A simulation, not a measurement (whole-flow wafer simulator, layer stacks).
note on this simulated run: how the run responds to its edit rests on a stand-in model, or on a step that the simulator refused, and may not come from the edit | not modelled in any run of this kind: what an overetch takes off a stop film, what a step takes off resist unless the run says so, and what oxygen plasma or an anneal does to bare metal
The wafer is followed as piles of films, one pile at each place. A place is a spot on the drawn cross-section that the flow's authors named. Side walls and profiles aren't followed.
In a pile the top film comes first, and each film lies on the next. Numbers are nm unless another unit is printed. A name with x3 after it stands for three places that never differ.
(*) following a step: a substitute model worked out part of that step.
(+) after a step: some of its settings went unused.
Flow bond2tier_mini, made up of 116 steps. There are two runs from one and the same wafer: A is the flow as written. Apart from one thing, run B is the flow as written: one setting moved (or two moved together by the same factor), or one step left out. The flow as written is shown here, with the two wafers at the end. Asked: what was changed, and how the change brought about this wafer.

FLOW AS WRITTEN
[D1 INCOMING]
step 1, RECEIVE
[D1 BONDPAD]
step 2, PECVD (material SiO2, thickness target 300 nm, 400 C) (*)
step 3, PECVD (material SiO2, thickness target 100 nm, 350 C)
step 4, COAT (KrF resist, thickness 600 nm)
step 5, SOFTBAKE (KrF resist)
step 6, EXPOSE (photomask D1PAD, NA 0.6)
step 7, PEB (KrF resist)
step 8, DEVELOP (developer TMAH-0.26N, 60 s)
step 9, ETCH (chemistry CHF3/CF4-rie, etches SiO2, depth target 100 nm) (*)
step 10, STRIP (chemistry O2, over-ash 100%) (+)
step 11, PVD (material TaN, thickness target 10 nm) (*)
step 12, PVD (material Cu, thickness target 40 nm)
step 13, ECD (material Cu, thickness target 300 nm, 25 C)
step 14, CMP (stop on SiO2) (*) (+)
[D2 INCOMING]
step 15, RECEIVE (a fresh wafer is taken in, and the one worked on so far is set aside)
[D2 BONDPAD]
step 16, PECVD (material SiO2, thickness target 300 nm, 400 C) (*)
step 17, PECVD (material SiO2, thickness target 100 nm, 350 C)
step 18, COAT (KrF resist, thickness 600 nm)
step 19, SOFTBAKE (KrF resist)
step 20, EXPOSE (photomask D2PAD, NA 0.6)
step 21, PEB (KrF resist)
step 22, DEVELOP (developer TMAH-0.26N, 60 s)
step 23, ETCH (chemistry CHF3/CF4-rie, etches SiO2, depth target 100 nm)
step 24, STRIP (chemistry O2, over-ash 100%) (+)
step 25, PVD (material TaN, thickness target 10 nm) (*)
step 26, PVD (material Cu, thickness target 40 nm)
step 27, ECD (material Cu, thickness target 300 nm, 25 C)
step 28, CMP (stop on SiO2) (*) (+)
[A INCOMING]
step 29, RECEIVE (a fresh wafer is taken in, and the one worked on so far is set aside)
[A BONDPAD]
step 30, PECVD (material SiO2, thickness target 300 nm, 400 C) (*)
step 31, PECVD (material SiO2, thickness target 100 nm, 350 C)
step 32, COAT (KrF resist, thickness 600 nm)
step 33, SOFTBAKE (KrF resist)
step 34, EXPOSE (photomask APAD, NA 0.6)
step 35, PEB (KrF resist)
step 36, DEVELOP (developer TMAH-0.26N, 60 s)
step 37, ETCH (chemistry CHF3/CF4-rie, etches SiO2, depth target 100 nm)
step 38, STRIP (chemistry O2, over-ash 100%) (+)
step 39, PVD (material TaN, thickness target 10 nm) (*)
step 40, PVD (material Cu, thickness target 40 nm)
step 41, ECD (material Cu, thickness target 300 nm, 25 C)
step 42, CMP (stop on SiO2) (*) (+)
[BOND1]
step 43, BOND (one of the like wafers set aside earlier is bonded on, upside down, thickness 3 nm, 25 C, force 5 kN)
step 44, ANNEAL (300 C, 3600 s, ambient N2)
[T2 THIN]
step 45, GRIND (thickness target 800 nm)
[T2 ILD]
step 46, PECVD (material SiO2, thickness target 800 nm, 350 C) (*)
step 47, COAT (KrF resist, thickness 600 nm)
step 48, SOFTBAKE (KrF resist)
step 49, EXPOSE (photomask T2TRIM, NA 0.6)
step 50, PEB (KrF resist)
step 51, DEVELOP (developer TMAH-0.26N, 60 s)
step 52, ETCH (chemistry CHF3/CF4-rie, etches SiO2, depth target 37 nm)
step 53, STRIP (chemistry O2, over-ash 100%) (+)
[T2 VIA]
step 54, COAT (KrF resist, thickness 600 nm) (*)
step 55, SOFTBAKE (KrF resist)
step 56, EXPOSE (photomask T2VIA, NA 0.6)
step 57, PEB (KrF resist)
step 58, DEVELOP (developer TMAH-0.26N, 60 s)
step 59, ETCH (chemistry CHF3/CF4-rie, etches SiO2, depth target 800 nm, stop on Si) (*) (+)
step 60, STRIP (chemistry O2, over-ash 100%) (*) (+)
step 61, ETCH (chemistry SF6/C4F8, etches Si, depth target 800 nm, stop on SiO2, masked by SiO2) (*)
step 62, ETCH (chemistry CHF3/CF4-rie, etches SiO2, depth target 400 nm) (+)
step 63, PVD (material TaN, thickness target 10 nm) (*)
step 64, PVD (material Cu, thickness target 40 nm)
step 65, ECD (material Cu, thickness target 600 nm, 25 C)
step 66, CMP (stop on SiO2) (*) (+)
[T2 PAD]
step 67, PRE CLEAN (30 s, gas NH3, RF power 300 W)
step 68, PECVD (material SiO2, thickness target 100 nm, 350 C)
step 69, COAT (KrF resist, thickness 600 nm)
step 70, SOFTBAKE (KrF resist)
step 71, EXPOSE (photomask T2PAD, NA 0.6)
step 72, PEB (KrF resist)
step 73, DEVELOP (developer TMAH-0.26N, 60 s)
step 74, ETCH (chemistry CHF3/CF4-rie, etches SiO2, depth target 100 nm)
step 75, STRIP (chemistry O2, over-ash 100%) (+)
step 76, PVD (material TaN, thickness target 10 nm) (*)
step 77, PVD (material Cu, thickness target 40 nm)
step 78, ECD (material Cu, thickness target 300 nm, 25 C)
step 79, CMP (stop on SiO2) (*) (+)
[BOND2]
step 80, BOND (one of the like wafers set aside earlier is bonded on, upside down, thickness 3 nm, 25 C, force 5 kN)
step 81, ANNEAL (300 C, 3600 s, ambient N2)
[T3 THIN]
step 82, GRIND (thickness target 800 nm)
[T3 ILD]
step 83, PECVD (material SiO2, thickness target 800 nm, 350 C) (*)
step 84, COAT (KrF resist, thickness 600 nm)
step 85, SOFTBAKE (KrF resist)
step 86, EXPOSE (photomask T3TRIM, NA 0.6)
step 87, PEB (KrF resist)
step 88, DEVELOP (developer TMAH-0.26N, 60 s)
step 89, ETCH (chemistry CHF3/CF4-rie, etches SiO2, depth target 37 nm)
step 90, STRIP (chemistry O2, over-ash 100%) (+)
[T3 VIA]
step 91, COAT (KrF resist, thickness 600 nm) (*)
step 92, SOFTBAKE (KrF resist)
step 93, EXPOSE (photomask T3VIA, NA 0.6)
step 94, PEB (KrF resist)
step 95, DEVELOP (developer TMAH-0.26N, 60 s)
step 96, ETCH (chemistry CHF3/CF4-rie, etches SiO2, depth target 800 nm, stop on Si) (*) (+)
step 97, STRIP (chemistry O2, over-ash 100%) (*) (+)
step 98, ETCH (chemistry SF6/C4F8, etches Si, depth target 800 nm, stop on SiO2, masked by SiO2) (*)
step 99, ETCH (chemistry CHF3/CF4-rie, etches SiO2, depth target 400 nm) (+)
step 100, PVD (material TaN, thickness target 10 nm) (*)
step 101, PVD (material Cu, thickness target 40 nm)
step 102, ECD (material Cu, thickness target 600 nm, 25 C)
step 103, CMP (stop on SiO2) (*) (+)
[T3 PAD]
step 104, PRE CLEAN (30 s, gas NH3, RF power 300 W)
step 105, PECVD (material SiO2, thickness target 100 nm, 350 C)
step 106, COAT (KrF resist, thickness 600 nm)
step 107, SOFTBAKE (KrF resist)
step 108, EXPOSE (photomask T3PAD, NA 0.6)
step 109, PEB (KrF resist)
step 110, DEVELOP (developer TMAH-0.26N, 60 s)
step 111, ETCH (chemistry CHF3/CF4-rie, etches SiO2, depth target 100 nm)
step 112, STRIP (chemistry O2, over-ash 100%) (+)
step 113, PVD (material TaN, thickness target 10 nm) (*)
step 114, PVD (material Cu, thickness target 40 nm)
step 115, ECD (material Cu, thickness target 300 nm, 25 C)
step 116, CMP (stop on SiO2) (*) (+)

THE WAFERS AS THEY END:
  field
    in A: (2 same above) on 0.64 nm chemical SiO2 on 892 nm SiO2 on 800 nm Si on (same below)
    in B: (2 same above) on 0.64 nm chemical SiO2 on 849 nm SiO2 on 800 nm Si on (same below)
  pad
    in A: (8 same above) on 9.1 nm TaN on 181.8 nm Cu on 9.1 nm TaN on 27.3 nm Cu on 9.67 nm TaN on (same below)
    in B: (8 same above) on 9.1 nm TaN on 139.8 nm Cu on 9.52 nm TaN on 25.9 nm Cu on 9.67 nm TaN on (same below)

Cause: step 68, PECVD: thickness target 57 nm was run, though the flow has thickness target 100 nm.

The path from the change to this, step by step:
  step 68, PECVD (material SiO2, thickness target 100 nm, 350 C)
      field: A SiO2 gains 100 | B SiO2 gains 57
      pad: A SiO2 gains 100 (new film) | B SiO2 gains 57 (new film)
  step 74, ETCH (chemistry CHF3/CF4-rie, etches SiO2, depth target 100 nm)
      pad: A SiO2 loses 100 (all of it) | B SiO2 loses 57 (all of it), Cu loses 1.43
      field: A KrF resist loses 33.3 | B KrF resist loses 28.5
  step 77, PVD (material Cu, thickness target 40 nm)
      pad: A Cu gains 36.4 (new film) | B Cu gains 37.9 (new film)
  step 78, ECD (material Cu, thickness target 300 nm, 25 C)
      pad: A Cu gains 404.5 | B Cu gains 361
